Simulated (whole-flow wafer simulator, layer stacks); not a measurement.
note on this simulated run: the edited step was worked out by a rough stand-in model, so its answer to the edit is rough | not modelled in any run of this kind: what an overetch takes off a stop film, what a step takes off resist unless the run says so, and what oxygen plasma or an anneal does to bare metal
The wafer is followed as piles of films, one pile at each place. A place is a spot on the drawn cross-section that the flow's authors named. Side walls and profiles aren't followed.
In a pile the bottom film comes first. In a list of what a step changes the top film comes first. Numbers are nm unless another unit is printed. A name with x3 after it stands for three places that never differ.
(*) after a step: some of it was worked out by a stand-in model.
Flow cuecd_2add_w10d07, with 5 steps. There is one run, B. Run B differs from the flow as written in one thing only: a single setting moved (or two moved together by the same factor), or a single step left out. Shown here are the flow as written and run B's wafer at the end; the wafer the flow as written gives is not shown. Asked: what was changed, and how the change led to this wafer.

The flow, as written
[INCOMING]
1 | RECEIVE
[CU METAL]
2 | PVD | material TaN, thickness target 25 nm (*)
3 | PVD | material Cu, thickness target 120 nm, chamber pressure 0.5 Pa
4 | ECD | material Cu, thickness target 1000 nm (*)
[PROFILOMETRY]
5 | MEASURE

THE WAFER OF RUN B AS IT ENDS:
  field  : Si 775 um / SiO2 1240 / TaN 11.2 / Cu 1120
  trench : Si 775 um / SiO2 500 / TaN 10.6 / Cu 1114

The reason: step 2, PVD: thickness target 11.2 nm was run, though the flow has thickness target 25 nm.
The wafer lets one read it off: field has TaN 11.2, and step 2 as written asks for 25 nm.

How this came from the change, step by step:
  2 | PVD | material TaN, thickness target 25 nm (*)
      field: TaN gains 11.2 (new film) (in the flow as written it would be: TaN gains 25 (new film))
      trench: TaN gains 10.6 (new film) (in the flow as written it would be: TaN gains 23.7 (new film))
